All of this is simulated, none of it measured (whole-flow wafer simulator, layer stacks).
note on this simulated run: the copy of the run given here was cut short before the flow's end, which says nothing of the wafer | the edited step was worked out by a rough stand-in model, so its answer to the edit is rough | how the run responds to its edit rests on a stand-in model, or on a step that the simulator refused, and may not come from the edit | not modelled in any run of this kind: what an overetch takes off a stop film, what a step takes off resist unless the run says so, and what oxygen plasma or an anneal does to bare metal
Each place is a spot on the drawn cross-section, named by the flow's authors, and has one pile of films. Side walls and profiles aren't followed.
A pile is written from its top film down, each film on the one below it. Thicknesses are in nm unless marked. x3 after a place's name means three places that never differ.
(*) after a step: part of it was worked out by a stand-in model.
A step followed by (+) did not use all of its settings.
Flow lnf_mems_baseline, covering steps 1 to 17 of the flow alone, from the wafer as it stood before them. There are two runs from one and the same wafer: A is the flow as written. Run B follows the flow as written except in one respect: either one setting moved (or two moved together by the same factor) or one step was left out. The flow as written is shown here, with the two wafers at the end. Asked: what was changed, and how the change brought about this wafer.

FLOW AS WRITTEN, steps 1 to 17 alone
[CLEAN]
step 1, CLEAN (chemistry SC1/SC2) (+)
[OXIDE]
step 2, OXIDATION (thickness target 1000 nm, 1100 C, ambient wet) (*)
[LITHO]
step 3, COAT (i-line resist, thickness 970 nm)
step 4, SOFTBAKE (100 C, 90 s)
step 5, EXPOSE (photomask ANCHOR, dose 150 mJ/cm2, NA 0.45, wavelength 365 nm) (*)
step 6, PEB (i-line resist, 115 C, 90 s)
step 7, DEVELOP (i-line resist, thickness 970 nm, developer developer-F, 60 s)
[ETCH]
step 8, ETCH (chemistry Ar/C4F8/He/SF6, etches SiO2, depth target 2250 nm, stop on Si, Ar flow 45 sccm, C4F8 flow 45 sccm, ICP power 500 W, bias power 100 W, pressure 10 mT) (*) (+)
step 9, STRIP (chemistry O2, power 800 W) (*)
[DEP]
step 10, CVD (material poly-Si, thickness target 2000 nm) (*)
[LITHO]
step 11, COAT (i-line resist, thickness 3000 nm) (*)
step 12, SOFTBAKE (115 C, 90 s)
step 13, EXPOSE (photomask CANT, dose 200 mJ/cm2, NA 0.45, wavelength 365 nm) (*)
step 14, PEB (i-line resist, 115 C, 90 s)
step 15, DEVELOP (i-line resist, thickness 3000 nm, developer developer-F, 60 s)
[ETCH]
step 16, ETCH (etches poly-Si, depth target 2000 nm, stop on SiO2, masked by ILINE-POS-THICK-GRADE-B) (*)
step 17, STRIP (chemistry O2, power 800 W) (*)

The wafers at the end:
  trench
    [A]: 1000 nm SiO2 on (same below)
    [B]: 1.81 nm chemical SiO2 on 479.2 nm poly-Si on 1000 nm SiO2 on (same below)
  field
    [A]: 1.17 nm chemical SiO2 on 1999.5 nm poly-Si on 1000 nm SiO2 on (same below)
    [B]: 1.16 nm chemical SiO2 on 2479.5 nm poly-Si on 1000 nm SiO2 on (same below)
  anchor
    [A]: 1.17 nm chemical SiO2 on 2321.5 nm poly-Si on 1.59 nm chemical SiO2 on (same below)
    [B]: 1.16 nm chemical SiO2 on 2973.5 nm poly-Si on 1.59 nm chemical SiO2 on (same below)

The reason: step 10, CVD: thickness target 2480 nm was run, whereas the flow has thickness target 2000 nm.

How this came from the change, step by step:
  step 10, CVD (material poly-Si, thickness target 2000 nm) (*)
      field, beam, trench, char_slit: A +2000 poly-Si (new film) | B +2480 poly-Si (new film)
      anchor: A +2322 poly-Si (new film) | B +2974.1 poly-Si (new film)
  step 11, COAT (i-line resist, thickness 3000 nm) (*)
      anchor: A +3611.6 i-line resist (new film) | B +3448.1 i-line resist (new film)
  step 12, SOFTBAKE (115 C, 90 s)
      field: A -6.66 i-line resist | B -5.87 i-line resist
      anchor: A +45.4 i-line resist | B +39.3 i-line resist
      (as well as at 2 more places)
  step 14, PEB (i-line resist, 115 C, 90 s)
      anchor: A -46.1 i-line resist | B -43.1 i-line resist
  step 16, ETCH (etches poly-Si, depth target 2000 nm, stop on SiO2, masked by ILINE-POS-THICK-GRADE-B) (*)
      trench, char_slit: A -2000 poly-Si (all of it) | B -2000 poly-Si
  step 17, STRIP (chemistry O2, power 800 W) (*)
      trench, char_slit: A nothing | B +1.81 chemical SiO2 (new film), -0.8 poly-Si
      anchor: A +1.17 chemical SiO2 (new film), -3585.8 i-line resist (all of it), -0.52 poly-Si | B +1.16 chemical SiO2 (new film), -3419.2 i-line resist (all of it), -0.51 poly-Si
